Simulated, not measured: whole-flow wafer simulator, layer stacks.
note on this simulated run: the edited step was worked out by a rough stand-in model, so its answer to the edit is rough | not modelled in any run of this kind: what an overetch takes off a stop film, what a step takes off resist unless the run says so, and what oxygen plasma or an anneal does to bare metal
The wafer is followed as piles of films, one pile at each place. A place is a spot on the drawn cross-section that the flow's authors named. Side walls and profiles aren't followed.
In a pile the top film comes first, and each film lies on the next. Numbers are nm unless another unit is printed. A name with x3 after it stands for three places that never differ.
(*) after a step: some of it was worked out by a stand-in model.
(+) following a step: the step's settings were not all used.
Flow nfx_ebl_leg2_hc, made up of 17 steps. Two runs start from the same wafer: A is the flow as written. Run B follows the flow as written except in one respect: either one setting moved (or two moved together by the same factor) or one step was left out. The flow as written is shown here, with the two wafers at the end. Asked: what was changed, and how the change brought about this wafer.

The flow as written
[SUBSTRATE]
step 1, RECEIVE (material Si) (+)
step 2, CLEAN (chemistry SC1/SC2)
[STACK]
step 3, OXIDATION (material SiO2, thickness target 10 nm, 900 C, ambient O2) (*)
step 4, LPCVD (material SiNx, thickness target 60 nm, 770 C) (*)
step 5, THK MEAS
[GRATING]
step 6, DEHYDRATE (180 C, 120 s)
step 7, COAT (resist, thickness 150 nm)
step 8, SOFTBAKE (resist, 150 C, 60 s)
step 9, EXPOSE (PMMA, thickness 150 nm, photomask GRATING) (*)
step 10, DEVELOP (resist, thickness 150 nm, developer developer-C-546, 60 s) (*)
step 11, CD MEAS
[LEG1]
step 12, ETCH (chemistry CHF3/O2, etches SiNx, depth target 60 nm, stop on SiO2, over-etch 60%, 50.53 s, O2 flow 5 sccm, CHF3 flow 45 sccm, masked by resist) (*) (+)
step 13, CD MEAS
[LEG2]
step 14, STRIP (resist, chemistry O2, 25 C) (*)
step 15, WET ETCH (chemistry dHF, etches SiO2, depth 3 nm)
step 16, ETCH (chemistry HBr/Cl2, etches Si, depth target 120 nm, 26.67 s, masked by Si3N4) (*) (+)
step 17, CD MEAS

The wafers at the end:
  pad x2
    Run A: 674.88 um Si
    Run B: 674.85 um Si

What caused this: step 16, ETCH: depth target 141 nm was run, though the flow has depth target 120 nm.

Step by step, how the change led to this:
  step 16, ETCH (chemistry HBr/Cl2, etches Si, depth target 120 nm, 26.67 s, masked by Si3N4) (*) (+)
      pad x2: A -120 Si | B -141 Si
